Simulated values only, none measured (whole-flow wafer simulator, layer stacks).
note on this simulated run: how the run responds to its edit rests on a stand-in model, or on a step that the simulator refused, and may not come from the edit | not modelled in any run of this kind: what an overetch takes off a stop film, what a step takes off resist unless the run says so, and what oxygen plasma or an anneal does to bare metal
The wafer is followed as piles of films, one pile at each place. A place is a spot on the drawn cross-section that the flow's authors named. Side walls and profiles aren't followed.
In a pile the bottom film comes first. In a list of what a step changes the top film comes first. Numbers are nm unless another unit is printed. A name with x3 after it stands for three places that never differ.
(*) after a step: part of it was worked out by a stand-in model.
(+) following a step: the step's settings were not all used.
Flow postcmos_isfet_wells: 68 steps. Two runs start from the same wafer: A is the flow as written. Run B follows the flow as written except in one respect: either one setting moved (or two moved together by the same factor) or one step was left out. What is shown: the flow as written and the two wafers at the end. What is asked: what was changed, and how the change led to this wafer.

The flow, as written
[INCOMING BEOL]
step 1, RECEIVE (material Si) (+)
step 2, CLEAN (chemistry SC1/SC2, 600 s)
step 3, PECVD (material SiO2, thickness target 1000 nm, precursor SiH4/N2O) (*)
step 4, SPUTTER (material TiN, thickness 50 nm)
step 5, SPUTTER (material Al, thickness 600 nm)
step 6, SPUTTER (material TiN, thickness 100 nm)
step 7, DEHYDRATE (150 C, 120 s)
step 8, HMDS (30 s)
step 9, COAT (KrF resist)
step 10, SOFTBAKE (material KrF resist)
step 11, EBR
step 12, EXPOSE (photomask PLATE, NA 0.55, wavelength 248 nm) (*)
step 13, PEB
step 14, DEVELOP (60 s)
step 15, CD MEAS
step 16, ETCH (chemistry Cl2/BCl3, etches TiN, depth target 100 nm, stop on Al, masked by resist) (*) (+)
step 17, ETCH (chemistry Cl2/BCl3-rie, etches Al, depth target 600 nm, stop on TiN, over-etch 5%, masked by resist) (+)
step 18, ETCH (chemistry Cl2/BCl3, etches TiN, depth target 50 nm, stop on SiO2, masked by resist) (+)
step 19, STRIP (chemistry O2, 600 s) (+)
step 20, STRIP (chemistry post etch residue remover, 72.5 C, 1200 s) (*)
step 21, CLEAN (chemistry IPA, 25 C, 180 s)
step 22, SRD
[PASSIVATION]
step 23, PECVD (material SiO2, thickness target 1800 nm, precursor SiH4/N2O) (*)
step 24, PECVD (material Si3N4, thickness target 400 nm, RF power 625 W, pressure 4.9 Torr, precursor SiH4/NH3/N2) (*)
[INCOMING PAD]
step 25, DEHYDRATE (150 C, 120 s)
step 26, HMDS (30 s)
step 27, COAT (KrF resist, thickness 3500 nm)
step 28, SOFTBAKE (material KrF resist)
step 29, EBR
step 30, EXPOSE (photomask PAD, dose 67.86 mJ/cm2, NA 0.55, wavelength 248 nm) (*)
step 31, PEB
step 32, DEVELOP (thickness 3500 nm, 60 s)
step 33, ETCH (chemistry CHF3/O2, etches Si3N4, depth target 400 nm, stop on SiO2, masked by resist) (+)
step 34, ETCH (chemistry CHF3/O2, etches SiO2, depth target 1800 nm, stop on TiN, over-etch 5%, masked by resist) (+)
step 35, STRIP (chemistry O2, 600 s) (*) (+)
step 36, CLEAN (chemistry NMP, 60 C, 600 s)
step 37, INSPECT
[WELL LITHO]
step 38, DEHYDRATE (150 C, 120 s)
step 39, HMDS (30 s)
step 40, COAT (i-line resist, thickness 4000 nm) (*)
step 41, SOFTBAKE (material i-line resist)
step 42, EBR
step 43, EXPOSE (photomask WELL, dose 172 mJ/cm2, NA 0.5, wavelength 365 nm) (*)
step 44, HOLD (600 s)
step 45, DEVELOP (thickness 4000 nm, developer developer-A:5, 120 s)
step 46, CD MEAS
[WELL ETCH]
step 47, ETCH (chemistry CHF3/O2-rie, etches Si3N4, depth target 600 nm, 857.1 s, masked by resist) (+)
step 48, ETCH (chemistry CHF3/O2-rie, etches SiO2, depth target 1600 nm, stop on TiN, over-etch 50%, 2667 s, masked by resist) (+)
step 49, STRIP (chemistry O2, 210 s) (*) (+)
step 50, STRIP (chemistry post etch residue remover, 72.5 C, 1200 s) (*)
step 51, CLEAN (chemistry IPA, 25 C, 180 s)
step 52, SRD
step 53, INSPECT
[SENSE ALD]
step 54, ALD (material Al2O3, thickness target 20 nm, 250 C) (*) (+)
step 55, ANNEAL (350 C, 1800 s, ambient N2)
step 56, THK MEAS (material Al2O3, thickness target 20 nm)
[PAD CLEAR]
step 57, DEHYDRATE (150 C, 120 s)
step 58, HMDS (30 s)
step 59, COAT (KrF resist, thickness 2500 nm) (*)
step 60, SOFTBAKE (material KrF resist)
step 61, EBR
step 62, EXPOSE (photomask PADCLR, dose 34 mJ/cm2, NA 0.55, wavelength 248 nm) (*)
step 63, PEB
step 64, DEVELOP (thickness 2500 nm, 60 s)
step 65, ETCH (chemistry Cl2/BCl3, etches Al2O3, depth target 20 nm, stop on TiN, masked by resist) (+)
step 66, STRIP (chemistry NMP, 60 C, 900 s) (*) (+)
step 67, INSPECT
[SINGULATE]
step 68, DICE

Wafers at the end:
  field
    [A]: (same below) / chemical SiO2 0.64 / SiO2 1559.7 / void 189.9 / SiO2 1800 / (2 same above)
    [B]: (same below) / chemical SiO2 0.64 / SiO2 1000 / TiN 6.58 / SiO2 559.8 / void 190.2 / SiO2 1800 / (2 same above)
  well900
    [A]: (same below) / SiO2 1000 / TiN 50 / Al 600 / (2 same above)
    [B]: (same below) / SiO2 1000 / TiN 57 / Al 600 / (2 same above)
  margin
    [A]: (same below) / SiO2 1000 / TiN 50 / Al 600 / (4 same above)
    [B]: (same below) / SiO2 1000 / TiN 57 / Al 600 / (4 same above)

The reason: step 4, SPUTTER: thickness 57 nm was run, while the flow as written has thickness 50 nm.
The wafer lets one read it off: well900 has TiN 57, and step 4 as written asks for 50 nm.

How this came from the change, step by step:
  step 4, SPUTTER (material TiN, thickness 50 nm)
      field, margin, well900, well1300 x3, pad_rim, pad_clr, pad_open: A +50 TiN (new film) | B +57 TiN (new film)
  step 18, ETCH (chemistry Cl2/BCl3, etches TiN, depth target 50 nm, stop on SiO2, masked by resist) (+)
      field: A -50 TiN (all of it) | B -50 TiN
  step 23, PECVD (material SiO2, thickness target 1800 nm, precursor SiH4/N2O) (*)
      field: A +1800 SiO2 (new film), +189.9 void (new film), +559.7 SiO2 | B +1800 SiO2 (new film), +190.2 void (new film), +559.8 SiO2 (new film)
Taking metal films that touch as one body, field has 1 body; the flow as written gives 0 bodies.
